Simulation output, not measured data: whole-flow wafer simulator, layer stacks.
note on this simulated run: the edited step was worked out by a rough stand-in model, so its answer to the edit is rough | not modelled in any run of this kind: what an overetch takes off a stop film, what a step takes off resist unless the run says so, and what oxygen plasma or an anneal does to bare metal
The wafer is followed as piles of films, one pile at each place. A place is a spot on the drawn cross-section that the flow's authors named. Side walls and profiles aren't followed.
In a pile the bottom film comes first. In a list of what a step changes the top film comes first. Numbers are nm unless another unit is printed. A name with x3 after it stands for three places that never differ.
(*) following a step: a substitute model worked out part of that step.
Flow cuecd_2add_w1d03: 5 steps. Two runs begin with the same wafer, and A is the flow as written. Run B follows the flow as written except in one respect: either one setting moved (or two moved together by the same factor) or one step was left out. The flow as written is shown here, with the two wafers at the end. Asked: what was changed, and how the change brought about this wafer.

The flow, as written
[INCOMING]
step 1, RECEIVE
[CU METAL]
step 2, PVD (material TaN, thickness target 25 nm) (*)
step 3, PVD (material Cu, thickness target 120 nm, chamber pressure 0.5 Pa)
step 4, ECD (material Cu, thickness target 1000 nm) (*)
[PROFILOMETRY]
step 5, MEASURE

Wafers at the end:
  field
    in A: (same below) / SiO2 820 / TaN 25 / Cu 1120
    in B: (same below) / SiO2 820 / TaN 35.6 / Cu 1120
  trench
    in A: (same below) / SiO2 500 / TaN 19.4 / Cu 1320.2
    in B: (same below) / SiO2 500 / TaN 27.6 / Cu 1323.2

Cause: step 2, PVD: thickness target 35.6 nm was run, though the flow has thickness target 25 nm.
The wafer lets one read it off: field has TaN 35.6, and step 2 as written asks for 25 nm.

The path from the change to this, step by step:
  step 2, PVD (material TaN, thickness target 25 nm) (*)
      field: A +25 TaN (new film) | B +35.6 TaN (new film)
      trench: A +19.4 TaN (new film) | B +27.6 TaN (new film)
